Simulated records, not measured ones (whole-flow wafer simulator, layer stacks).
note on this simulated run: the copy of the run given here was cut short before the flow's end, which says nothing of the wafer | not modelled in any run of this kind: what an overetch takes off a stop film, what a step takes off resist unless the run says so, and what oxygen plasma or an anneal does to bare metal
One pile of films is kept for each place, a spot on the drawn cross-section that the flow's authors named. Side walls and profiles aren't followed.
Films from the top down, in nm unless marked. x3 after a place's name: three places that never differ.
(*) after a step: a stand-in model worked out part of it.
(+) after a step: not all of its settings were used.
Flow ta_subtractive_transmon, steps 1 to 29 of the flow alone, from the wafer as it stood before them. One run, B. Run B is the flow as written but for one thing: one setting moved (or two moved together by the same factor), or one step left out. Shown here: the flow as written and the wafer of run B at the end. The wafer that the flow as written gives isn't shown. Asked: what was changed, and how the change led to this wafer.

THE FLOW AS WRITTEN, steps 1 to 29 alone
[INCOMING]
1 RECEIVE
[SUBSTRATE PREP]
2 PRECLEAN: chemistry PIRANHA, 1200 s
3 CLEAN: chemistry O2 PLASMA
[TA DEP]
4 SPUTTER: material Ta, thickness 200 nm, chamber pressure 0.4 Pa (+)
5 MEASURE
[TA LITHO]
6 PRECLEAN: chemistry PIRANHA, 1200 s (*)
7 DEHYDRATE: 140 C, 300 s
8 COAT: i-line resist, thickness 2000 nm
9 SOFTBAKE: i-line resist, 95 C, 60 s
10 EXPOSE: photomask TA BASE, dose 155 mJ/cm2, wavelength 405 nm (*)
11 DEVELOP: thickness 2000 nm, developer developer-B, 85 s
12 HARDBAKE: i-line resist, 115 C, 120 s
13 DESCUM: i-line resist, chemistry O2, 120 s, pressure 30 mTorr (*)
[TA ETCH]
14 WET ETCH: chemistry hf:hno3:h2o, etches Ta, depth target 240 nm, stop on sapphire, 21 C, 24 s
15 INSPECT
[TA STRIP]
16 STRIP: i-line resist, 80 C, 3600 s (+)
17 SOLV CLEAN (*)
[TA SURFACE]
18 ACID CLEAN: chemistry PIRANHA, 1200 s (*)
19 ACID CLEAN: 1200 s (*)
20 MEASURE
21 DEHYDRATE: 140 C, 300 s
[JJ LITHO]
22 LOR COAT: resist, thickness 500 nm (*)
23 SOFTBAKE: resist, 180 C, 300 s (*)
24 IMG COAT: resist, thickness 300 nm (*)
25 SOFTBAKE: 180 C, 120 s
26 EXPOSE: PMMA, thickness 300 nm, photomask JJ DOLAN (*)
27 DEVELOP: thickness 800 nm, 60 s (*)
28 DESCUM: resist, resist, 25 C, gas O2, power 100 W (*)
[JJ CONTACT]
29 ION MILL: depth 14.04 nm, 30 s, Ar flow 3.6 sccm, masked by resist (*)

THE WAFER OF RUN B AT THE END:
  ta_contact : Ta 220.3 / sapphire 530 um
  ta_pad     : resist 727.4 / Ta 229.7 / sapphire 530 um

The cause: step 4, SPUTTER: thickness 230 nm was run, where the flow has thickness 200 nm.

How the change led to this, step by step:
  4 SPUTTER: material Ta, thickness 200 nm, chamber pressure 0.4 Pa (+)
      field x2, jj_line, lead, ta_contact, ta_pad: Ta +230 (new film) (as written it would be: Ta +200 (new film))
  14 WET ETCH: chemistry hf:hno3:h2o, etches Ta, depth target 240 nm, stop on sapphire, 21 C, 24 s
      field x2, jj_line, lead: Ta -230 (all of it) (as written it would be: Ta -200 (all of it))
